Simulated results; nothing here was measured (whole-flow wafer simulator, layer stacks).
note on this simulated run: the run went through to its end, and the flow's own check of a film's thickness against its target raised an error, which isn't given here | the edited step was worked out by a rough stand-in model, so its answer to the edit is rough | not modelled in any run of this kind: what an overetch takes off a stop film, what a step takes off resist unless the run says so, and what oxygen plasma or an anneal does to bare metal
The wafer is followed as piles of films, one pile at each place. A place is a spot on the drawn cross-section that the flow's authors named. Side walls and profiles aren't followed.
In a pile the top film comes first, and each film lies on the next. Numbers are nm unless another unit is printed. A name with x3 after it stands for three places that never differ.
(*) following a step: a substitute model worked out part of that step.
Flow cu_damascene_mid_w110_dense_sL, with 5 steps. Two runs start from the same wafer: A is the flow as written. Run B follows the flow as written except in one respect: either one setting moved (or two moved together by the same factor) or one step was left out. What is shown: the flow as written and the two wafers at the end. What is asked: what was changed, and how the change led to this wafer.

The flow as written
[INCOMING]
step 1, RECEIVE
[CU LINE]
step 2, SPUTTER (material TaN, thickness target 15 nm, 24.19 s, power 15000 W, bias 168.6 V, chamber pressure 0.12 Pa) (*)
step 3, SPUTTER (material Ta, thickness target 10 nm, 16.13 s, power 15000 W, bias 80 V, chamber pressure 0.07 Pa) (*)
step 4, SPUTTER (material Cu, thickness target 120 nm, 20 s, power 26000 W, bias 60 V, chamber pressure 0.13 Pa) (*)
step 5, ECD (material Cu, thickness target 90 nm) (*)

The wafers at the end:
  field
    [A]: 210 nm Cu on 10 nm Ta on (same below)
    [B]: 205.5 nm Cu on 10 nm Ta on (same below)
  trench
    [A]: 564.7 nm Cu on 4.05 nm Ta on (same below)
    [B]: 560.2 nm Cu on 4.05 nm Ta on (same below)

Cause: step 5, ECD: thickness target 85.5 nm was run, while the flow as written has thickness target 90 nm.

How this came from the change, step by step:
  step 5, ECD (material Cu, thickness target 90 nm) (*)
      field: A Cu gains 90 | B Cu gains 85.5
